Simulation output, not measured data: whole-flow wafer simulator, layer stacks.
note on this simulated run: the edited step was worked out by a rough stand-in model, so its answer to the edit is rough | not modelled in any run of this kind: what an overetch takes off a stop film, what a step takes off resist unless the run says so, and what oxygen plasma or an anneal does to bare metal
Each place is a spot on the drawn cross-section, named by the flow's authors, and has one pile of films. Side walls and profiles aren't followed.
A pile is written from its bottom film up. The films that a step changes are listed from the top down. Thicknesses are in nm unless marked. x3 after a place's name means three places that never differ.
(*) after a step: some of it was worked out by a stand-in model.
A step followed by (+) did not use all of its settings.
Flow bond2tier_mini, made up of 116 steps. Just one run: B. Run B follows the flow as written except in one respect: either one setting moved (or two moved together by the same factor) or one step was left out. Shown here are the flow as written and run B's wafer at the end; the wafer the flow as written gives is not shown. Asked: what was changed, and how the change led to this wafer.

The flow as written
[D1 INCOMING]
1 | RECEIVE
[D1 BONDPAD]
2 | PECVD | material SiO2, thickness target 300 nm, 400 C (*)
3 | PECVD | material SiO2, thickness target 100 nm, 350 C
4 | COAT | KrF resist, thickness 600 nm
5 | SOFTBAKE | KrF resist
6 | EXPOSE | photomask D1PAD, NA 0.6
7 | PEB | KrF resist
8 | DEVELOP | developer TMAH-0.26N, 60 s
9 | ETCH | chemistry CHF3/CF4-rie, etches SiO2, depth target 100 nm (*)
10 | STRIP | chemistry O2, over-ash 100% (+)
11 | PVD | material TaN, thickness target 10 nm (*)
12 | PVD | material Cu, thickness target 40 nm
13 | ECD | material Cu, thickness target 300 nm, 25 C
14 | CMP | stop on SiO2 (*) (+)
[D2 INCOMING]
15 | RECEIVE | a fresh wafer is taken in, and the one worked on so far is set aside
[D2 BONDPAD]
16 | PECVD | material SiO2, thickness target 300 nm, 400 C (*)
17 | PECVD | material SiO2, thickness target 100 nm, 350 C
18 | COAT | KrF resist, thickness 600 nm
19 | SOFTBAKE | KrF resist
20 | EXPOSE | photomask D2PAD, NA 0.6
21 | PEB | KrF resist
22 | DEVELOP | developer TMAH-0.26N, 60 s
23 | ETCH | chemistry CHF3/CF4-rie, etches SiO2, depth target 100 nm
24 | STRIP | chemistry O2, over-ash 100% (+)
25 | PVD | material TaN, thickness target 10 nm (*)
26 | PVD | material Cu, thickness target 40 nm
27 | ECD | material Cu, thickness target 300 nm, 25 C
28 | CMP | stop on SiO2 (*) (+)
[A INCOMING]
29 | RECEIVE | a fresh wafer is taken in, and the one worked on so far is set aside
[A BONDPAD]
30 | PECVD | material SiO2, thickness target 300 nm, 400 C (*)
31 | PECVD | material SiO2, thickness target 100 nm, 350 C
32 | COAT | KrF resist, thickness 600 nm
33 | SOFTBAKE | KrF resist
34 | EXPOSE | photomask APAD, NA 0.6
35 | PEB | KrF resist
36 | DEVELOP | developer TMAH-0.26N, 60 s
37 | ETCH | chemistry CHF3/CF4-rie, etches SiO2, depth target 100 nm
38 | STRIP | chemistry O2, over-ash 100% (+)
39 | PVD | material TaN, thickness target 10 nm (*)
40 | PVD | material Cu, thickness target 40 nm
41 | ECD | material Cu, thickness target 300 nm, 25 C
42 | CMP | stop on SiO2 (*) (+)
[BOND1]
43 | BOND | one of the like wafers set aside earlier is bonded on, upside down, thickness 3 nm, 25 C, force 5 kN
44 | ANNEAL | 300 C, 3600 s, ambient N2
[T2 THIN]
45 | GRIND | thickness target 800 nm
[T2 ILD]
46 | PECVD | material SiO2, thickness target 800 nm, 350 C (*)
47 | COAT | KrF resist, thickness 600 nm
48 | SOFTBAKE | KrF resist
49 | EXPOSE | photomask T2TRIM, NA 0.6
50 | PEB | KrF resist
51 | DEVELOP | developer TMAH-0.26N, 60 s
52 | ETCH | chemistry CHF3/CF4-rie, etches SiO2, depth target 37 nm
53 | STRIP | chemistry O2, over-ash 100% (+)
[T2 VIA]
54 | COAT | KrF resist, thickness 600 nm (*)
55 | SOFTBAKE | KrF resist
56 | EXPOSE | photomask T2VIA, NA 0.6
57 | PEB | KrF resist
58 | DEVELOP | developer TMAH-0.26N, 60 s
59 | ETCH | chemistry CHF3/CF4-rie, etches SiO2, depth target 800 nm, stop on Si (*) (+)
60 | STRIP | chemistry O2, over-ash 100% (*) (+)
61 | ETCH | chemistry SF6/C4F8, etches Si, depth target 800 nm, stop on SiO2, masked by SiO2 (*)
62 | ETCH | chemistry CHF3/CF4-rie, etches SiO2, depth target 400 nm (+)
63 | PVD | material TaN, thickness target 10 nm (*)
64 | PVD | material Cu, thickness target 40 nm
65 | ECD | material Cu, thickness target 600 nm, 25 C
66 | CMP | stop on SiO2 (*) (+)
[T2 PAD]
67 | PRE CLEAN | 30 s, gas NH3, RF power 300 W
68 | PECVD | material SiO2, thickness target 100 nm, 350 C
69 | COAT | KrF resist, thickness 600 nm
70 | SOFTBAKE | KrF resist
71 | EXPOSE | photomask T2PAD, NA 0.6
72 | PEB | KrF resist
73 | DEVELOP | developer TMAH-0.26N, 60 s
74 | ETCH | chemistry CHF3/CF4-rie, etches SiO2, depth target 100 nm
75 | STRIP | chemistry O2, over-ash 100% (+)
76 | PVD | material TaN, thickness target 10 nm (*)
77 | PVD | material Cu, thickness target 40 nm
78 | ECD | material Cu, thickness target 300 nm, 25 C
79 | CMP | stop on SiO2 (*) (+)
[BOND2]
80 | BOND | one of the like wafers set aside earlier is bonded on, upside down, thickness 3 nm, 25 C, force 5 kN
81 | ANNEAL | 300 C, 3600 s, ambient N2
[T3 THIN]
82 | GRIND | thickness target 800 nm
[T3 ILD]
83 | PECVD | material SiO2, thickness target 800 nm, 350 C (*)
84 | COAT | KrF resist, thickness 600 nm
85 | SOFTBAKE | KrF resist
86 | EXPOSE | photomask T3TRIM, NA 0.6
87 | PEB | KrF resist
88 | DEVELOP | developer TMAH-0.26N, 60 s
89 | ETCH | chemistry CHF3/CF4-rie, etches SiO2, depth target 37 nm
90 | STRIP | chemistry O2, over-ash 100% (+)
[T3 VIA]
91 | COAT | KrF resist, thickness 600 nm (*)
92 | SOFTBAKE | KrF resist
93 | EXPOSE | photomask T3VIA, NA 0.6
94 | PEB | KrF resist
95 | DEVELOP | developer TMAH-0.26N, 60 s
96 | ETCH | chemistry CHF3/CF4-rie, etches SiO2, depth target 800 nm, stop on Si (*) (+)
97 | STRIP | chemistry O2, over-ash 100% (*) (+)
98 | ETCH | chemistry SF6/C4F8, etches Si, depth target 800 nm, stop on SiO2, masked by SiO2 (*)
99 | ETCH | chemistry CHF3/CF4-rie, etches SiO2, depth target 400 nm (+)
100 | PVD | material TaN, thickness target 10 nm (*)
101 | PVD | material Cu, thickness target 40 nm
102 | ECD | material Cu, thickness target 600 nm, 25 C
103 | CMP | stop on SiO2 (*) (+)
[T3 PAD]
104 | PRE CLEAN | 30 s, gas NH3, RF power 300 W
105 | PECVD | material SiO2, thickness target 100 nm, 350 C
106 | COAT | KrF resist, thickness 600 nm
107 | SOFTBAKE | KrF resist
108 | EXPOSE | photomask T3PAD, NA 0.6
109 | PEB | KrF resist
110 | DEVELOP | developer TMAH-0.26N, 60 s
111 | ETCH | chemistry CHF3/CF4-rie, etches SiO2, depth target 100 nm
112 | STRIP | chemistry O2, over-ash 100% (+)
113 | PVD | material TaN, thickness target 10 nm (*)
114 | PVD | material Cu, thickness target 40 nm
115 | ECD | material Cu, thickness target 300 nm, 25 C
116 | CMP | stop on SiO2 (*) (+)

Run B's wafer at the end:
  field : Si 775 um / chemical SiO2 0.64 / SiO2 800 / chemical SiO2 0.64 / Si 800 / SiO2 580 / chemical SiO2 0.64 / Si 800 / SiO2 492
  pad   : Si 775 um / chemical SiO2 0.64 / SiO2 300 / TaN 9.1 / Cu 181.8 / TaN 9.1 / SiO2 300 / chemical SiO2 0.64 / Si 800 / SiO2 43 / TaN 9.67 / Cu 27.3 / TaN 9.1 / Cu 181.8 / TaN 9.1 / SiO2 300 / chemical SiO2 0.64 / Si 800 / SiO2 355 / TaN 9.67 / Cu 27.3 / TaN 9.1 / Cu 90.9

The reason: step 46, PECVD: thickness target 488 nm was run, though the flow has thickness target 800 nm.

The path from the change to this, step by step:
  46 | PECVD | material SiO2, thickness target 800 nm, 350 C (*)
      field, pad, via: SiO2 gains 488 (new film) (in the flow as written it would be: SiO2 gains 800 (new film))
  59 | ETCH | chemistry CHF3/CF4-rie, etches SiO2, depth target 800 nm, stop on Si (*) (+)
      field, pad: KrF resist loses 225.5 (in the flow as written it would be: KrF resist loses 266.7)
      via: SiO2 loses 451 (all of it) (in the flow as written it would be: SiO2 loses 763 (all of it))
  60 | STRIP | chemistry O2, over-ash 100% (*) (+)
      field: KrF resist loses 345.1 (all of it) (in the flow as written it would be: KrF resist loses 303.9 (all of it))
      pad: KrF resist loses 377.1 (all of it) (in the flow as written it would be: KrF resist loses 336 (all of it))
